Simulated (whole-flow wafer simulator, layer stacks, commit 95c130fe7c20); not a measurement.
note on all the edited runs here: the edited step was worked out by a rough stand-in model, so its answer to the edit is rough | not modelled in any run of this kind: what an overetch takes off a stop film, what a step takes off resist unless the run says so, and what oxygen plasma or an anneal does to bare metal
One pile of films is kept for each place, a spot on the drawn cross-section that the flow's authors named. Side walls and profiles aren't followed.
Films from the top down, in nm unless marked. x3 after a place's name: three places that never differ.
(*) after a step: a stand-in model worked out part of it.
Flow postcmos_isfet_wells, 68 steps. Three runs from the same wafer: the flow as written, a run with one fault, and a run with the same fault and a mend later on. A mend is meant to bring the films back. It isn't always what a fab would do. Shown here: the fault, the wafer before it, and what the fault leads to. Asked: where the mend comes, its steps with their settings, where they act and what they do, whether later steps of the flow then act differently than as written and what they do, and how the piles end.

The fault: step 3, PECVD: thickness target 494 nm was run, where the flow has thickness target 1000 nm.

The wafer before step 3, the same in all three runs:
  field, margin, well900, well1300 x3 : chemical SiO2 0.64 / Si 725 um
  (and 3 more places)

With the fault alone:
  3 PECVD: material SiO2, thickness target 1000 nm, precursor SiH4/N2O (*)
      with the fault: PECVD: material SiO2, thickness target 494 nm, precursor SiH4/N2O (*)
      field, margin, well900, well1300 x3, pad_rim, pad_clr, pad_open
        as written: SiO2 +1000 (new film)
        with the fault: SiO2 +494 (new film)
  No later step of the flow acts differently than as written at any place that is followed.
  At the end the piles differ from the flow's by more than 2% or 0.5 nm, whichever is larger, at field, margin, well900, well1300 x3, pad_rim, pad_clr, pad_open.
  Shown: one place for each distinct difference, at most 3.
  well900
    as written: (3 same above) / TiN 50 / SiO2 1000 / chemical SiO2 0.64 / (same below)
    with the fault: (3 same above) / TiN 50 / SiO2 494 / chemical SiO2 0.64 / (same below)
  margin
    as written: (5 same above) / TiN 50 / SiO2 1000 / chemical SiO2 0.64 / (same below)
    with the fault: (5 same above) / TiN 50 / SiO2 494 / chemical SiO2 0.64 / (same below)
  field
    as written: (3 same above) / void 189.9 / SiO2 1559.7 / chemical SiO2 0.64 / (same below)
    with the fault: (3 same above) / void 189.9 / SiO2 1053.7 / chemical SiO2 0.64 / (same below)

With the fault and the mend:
  The mend comes after step 3.
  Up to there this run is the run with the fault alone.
  3a ETCH: chemistry boe, depth target 568.1 nm
      field, margin, well900, well1300 x3, pad_rim, pad_clr, pad_open
        SiO2 -494 (all of it), chemical SiO2 -0.64 (all of it)
  3b PECVD: material SiO2, thickness target 1000 nm, precursor SiH4/N2O (the flow's step 3 once more)
      field, margin, well900, well1300 x3, pad_rim, pad_clr, pad_open
        SiO2 +1000 (new film)
  No later step of the flow acts differently than as written at any place that is followed.
  At the end the piles differ from the flow's by more than 2% or 0.5 nm, whichever is larger, at field, margin, well900, well1300 x3, pad_rim, pad_clr, pad_open.
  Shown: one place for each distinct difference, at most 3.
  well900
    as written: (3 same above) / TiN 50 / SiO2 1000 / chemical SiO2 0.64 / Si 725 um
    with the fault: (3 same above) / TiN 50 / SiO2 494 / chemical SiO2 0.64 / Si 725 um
    with the mend: (3 same above) / TiN 50 / SiO2 1000 / Si 725 um
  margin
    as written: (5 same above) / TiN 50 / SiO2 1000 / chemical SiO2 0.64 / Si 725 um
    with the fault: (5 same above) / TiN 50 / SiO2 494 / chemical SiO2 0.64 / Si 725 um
    with the mend: (5 same above) / TiN 50 / SiO2 1000 / Si 725 um
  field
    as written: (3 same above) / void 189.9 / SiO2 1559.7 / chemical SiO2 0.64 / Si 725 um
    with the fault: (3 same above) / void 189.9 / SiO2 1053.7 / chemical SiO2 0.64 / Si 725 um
    with the mend: (3 same above) / void 189.9 / SiO2 1559.7 / Si 725 um
